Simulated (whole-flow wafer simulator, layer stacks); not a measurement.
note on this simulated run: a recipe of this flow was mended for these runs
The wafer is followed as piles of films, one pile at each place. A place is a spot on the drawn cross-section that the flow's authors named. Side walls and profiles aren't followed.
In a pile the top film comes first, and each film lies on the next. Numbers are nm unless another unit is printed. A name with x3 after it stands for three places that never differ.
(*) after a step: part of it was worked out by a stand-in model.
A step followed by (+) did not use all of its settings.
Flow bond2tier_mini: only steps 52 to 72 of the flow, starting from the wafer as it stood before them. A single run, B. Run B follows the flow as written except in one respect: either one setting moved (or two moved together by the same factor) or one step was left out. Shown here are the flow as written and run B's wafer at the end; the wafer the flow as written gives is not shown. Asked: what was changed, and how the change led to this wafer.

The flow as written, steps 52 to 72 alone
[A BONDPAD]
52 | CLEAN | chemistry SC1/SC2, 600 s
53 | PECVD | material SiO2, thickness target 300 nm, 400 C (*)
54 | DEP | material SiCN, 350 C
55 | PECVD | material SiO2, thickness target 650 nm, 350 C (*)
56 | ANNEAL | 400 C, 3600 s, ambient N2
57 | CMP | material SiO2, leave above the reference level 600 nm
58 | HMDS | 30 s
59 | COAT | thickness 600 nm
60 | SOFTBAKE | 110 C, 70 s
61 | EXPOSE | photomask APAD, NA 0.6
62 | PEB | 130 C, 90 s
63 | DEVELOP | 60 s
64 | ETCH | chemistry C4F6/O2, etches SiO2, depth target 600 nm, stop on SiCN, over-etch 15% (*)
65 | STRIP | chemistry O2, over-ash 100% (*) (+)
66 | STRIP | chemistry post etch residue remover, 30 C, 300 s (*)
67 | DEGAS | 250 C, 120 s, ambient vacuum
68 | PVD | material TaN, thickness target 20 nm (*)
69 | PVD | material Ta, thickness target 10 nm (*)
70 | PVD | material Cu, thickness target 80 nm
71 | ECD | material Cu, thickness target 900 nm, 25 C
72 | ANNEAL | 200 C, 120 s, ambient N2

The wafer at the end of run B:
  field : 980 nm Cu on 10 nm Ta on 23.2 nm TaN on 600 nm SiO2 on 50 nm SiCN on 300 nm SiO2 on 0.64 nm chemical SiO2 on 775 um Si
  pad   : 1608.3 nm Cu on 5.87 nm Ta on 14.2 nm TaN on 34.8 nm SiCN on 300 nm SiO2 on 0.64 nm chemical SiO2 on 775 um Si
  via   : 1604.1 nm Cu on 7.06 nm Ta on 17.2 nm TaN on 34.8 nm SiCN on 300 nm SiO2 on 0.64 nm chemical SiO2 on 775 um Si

What caused this: step 68, PVD: thickness target 23.2 nm was run, while the flow as written has thickness target 20 nm.
One can read it off the wafer: field has TaN 23.2, and step 68 as written asks for 20 nm.

The path from the change to this, step by step:
  68 | PVD | material TaN, thickness target 20 nm (*)
      field: +23.2 TaN (new film) (in the flow as written it would be: +20 TaN (new film))
      pad: +14.2 TaN (new film) (in the flow as written it would be: +12.3 TaN (new film))
      (as well as at 1 more place)
